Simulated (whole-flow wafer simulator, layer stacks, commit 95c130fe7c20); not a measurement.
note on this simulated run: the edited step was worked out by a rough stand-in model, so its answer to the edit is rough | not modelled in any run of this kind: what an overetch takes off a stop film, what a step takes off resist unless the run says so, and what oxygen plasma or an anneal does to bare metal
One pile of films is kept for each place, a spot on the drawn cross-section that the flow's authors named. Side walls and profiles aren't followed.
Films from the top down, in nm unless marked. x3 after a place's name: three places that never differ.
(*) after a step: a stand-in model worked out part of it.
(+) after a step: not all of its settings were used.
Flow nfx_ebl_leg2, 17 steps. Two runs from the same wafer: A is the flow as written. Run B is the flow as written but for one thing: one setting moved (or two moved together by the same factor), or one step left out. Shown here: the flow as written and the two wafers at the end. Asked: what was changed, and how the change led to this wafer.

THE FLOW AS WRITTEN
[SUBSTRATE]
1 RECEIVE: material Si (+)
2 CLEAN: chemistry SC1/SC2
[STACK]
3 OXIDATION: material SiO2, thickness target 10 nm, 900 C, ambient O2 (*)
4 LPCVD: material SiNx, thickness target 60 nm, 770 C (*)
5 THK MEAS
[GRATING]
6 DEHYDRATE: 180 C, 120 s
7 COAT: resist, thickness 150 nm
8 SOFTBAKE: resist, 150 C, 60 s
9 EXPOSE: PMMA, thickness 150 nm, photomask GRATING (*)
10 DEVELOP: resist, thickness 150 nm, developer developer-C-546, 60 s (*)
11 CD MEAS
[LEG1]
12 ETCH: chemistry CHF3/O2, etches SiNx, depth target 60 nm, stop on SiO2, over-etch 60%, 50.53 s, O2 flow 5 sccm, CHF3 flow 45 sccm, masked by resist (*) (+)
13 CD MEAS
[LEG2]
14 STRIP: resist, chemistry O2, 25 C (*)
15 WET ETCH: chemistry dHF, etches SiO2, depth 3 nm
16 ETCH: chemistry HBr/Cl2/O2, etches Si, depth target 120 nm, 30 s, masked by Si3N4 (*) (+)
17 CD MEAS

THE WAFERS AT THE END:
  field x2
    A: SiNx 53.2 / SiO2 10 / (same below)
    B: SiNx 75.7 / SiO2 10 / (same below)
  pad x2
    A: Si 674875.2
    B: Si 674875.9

The cause: step 4, LPCVD: thickness target 82.5 nm was run, where the flow has thickness target 60 nm.

How the change led to this, step by step:
  4 LPCVD: material SiNx, thickness target 60 nm, 770 C (*)
      field x2, pad x2: A SiNx +60 (new film) | B SiNx +82.5 (new film)
  12 ETCH: chemistry CHF3/O2, etches SiNx, depth target 60 nm, stop on SiO2, over-etch 60%, 50.53 s, O2 flow 5 sccm, CHF3 flow 45 sccm, masked by resist (*) (+)
      pad x2: A SiNx -60 (all of it), SiO2 -10 (all of it) | B SiNx -82.5 (all of it), SiO2 -6.75
  14 STRIP: resist, chemistry O2, 25 C (*)
      pad x2: A chemical SiO2 +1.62 (new film), Si -0.71 | B nothing
  15 WET ETCH: chemistry dHF, etches SiO2, depth 3 nm
      pad x2: A chemical SiO2 -1.62 (all of it) | B SiO2 -3.25 (all of it)
